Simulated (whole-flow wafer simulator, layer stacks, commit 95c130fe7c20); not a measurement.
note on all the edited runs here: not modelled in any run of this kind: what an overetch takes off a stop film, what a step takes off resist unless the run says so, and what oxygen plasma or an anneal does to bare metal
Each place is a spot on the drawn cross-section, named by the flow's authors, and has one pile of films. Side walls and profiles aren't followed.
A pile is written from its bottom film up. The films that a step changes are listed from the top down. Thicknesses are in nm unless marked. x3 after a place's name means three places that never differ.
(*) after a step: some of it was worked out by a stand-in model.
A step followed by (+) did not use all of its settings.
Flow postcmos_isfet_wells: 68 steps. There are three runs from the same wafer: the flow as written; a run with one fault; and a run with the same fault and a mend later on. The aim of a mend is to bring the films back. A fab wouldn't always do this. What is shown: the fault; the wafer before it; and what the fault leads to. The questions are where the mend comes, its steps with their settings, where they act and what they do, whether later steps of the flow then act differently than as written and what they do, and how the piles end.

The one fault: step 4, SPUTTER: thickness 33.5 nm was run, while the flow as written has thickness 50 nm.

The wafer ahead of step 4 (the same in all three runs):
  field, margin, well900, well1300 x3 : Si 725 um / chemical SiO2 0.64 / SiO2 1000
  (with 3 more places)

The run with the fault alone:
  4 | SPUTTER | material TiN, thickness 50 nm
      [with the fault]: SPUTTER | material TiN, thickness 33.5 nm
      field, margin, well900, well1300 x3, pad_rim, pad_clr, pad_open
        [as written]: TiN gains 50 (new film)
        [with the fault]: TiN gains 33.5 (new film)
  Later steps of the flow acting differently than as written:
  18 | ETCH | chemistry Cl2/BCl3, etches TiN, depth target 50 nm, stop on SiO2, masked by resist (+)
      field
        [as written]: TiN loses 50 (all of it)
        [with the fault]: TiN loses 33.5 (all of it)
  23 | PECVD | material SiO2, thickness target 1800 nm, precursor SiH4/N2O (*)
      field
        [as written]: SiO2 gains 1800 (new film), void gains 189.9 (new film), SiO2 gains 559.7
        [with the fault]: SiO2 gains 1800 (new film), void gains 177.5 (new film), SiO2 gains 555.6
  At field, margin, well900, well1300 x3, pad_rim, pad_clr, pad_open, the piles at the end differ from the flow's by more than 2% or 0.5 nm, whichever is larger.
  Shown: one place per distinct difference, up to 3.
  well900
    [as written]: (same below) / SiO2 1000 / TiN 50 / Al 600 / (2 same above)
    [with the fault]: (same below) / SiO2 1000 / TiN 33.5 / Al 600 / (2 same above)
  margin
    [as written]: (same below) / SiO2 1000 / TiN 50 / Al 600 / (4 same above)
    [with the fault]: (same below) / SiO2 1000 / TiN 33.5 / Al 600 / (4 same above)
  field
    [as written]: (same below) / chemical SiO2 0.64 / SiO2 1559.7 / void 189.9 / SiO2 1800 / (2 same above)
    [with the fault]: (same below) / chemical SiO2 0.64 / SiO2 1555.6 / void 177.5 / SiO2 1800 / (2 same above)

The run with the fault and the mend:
  The mend follows step 4.
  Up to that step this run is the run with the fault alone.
  4a | SPUTTER | material TiN, thickness 16.5 nm (the flow's step 4 again, with other settings)
      field, margin, well900, well1300 x3, pad_rim, pad_clr, pad_open
        TiN gains 16.5
  Later steps of the flow that are run all act as written at every place that is followed.
  The piles end the same as the flow's at every place that both follow.
